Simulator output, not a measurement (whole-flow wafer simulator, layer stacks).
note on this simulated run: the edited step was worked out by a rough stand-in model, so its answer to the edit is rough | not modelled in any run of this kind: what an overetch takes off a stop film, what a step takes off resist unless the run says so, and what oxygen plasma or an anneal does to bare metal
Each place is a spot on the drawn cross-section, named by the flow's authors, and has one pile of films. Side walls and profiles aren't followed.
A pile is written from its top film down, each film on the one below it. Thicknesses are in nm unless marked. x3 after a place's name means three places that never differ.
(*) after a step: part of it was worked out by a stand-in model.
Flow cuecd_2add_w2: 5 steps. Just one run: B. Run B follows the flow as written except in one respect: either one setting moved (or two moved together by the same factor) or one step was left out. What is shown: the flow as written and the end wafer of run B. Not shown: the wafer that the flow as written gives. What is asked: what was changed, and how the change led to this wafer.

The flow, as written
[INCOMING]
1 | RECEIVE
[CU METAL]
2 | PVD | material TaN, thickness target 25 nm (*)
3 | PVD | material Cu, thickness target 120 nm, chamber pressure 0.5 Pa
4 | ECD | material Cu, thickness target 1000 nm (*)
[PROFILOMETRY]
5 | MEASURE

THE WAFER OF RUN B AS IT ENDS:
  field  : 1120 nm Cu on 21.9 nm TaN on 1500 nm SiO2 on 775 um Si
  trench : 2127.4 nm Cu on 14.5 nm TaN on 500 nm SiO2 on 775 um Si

Cause: step 2, PVD: thickness target 21.9 nm was run, while the flow as written has thickness target 25 nm.
The wafer lets one read it off: field has TaN 21.9, and step 2 as written asks for 25 nm.

The path from the change to this, step by step:
  2 | PVD | material TaN, thickness target 25 nm (*)
      field: +21.9 TaN (new film) (it would be, as written: +25 TaN (new film))
      trench: +14.5 TaN (new film) (it would be, as written: +16.6 TaN (new film))
